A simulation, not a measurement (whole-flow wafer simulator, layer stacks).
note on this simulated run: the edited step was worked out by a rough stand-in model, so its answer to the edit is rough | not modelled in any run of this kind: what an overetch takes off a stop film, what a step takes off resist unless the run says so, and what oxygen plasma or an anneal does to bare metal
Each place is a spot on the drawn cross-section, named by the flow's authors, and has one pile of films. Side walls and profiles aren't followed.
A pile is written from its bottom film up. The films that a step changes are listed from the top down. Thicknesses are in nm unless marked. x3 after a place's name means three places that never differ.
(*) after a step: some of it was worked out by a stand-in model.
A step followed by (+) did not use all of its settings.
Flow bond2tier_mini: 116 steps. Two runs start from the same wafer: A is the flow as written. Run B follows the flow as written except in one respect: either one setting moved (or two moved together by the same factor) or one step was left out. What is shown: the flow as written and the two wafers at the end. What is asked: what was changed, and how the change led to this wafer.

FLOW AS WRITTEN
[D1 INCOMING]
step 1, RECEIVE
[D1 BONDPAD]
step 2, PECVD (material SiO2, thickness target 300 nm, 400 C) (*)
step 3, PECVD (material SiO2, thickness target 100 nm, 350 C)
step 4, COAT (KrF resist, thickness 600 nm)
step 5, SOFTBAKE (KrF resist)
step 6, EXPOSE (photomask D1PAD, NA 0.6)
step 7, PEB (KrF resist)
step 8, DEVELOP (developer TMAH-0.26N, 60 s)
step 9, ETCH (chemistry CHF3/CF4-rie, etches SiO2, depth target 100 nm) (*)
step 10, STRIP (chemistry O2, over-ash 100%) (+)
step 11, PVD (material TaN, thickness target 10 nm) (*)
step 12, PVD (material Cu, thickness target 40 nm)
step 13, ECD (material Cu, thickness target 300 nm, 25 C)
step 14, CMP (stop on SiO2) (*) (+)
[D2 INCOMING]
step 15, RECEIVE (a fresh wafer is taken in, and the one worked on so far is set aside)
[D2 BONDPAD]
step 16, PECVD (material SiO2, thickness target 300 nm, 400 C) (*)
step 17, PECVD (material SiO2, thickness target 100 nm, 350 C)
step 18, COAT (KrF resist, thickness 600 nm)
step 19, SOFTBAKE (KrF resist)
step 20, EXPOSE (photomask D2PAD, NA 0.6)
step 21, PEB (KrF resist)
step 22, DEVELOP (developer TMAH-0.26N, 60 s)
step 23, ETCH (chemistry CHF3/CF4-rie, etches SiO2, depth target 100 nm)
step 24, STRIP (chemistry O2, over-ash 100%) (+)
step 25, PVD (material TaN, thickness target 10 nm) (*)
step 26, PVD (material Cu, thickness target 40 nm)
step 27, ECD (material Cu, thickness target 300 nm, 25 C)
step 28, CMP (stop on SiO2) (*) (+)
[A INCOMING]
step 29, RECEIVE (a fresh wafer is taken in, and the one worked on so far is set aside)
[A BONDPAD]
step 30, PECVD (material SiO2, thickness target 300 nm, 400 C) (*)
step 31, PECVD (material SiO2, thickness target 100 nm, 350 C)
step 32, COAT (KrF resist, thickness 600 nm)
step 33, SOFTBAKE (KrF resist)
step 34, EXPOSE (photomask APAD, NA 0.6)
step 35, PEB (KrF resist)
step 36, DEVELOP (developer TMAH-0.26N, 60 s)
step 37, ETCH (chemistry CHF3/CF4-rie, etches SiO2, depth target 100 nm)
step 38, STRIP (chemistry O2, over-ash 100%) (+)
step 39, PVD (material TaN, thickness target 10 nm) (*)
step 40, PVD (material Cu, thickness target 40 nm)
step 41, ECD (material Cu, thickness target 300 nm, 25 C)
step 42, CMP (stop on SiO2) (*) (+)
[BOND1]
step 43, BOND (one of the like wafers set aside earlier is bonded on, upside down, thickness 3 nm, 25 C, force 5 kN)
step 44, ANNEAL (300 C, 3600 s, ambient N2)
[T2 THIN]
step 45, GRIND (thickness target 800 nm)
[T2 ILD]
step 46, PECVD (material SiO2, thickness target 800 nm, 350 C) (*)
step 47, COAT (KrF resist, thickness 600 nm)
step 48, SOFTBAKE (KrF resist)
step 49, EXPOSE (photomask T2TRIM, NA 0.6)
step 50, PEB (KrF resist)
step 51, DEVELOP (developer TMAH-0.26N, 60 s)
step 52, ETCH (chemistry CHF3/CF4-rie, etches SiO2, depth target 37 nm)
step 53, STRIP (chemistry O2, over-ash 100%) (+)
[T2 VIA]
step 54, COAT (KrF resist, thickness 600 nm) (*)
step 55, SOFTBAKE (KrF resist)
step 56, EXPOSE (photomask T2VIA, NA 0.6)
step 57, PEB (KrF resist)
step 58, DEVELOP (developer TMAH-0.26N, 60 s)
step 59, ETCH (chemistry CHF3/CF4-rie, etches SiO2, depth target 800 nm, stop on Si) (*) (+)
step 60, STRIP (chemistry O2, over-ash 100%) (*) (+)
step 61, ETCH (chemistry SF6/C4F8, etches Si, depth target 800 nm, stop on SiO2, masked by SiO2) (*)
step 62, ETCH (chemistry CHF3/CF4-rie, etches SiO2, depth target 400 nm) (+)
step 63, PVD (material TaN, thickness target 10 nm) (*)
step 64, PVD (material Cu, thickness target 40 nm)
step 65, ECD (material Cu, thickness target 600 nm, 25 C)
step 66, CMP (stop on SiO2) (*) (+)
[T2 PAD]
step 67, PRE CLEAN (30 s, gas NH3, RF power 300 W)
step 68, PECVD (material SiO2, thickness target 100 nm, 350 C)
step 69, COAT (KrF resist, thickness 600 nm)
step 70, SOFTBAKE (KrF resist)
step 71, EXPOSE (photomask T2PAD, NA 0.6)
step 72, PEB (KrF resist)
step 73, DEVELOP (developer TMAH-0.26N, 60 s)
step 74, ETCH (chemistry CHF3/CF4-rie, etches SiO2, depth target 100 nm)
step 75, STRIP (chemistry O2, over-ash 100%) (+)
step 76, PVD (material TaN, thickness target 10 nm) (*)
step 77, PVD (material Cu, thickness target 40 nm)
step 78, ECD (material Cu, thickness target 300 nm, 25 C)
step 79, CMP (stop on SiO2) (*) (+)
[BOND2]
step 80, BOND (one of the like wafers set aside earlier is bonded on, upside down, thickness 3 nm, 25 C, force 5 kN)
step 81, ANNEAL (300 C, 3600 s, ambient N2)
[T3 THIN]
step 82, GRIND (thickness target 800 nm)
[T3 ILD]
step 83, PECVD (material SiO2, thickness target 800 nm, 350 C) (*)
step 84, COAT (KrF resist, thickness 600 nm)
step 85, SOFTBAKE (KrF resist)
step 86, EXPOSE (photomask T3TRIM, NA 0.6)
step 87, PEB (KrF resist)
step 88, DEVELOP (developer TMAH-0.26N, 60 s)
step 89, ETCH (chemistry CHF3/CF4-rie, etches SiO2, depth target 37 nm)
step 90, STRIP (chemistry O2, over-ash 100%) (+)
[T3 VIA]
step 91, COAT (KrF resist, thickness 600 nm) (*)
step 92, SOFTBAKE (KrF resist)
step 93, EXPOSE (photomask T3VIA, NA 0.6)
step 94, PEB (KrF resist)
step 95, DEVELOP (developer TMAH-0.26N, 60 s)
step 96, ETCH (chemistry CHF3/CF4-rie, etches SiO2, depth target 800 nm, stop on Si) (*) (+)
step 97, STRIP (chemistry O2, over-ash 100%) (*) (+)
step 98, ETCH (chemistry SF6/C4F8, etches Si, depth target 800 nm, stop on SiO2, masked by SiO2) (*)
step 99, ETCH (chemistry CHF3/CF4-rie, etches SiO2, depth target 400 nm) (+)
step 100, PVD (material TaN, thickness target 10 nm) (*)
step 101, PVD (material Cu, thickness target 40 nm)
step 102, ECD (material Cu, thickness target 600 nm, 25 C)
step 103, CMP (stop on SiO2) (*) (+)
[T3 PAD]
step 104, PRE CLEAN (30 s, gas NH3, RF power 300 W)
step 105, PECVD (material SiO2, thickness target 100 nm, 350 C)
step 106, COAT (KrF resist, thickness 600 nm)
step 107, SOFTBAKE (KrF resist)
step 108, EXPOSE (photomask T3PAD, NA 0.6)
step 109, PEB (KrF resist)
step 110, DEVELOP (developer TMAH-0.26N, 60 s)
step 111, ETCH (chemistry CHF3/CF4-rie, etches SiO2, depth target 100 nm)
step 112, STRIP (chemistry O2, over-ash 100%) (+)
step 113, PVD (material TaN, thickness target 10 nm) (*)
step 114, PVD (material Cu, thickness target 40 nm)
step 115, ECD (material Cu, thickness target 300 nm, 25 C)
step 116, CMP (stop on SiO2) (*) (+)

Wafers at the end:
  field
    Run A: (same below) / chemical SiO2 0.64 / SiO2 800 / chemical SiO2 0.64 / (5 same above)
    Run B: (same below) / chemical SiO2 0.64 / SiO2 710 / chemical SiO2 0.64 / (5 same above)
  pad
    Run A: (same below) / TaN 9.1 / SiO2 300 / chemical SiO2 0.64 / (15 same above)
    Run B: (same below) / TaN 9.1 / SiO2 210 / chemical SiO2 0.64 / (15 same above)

What caused this: step 2, PECVD: thickness target 210 nm was run, though the flow has thickness target 300 nm.
The wafer lets one read it off: pad has SiO2 210, and step 2 as written asks for 300 nm.

How this came from the change, step by step:
  step 2, PECVD (material SiO2, thickness target 300 nm, 400 C) (*)
      field, pad, via: A SiO2 gains 300 (new film) | B SiO2 gains 210 (new film)
  step 43, BOND (one of the like wafers set aside earlier is bonded on, upside down, thickness 3 nm, 25 C, force 5 kN)
      field: A Si gains 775 um (new film), chemical SiO2 gains 0.64 (new film), SiO2 gains 400 | B Si gains 775 um (new film), chemical SiO2 gains 0.64 (new film), SiO2 gains 310
      pad: A Si gains 775 um (new film), chemical SiO2 gains 0.64 (new film), SiO2 gains 300 (new film), TaN gains 9.1 (new film), Cu gains 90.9 | B Si gains 775 um (new film), chemical SiO2 gains 0.64 (new film), SiO2 gains 210 (new film), TaN gains 9.1 (new film), Cu gains 90.9
      (as well as at 1 more place)
